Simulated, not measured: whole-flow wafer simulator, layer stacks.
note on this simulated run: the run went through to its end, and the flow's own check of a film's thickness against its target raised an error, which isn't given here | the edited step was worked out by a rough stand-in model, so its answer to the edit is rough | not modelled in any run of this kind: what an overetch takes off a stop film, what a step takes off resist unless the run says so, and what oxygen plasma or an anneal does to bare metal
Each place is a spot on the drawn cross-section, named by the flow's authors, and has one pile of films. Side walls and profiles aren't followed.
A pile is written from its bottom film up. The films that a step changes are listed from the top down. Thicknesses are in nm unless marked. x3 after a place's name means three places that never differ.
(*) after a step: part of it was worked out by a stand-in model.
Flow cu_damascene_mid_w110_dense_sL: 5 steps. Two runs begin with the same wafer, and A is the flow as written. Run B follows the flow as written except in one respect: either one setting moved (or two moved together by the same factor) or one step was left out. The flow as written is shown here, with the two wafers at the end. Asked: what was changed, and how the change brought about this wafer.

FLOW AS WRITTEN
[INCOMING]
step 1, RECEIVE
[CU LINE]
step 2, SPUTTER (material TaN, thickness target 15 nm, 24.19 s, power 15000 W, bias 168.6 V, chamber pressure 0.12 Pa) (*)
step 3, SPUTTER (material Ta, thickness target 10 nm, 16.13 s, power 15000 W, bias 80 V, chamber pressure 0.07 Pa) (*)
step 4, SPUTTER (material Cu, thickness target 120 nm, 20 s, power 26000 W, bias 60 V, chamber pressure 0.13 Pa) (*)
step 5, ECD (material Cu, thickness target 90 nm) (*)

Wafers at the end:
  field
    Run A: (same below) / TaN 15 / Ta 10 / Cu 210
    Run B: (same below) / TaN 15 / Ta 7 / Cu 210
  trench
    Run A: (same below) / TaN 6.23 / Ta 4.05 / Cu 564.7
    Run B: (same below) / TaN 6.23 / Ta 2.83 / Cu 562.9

Cause: step 3, SPUTTER: thickness target 7 nm was run, whereas the flow has thickness target 10 nm; step 3, SPUTTER: 11.29 s was run, where the flow has 16.13 s.
One can read it off the wafer: field has Ta 7, and step 3 as written asks for 10 nm.

Step by step, how the change led to this:
  step 3, SPUTTER (material Ta, thickness target 10 nm, 16.13 s, power 15000 W, bias 80 V, chamber pressure 0.07 Pa) (*)
      field: A Ta gains 10 (new film) | B Ta gains 7 (new film)
      trench: A Ta gains 4.05 (new film) | B Ta gains 2.83 (new film)
